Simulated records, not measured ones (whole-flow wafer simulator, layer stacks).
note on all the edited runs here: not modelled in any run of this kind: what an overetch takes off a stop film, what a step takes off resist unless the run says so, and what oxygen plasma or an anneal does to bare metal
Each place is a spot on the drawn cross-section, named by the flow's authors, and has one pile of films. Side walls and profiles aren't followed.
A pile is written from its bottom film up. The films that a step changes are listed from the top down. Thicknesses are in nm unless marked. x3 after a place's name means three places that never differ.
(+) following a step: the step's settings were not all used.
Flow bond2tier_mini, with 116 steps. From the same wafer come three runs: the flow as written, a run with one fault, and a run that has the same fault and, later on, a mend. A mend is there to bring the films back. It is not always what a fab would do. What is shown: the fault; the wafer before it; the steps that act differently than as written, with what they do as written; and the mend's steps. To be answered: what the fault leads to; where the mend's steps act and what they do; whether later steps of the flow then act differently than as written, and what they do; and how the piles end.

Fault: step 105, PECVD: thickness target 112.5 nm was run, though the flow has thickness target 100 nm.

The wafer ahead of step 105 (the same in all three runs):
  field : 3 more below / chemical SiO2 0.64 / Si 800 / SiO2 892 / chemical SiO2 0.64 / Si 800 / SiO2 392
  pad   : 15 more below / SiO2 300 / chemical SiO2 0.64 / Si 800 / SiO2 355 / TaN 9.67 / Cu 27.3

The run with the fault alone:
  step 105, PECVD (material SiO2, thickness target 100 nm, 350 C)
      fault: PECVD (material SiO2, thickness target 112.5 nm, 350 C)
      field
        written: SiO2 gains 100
        fault: SiO2 gains 112.5
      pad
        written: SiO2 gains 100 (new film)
        fault: SiO2 gains 112.5 (new film)
  Steps later in the flow that act otherwise than as written:
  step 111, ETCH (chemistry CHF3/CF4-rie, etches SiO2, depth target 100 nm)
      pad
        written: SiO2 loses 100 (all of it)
        fault: SiO2 loses 100
  At field, pad, the piles at the end differ from the flow's by more than 2% or 0.5 nm, whichever is larger.
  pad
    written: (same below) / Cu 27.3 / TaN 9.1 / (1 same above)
    fault: (same below) / Cu 27.3 / SiO2 12.5 / TaN 9.1 / (1 same above)
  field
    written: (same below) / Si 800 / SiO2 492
    fault: (same below) / Si 800 / SiO2 504.5

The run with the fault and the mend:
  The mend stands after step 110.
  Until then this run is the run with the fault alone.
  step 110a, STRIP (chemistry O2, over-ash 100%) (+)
      field
        KrF resist loses 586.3 (all of it)
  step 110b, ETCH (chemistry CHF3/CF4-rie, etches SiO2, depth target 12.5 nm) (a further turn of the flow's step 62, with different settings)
      field, pad
        SiO2 loses 12.5
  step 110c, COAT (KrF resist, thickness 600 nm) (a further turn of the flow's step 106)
      field, pad
        KrF resist gains 600 (new film)
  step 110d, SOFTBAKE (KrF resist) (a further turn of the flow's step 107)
      alters no film at any place that is followed
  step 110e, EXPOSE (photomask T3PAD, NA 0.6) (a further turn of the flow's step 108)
      alters no film at any place that is followed
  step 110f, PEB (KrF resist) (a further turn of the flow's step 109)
      alters no film at any place that is followed
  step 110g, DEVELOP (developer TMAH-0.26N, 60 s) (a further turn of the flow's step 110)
      field
        KrF resist loses 13.7
      pad
        KrF resist loses 600 (all of it)
  Every later step of the flow that is run acts as written at every place that is followed.
  The piles end the same as the flow's at every place that both follow.
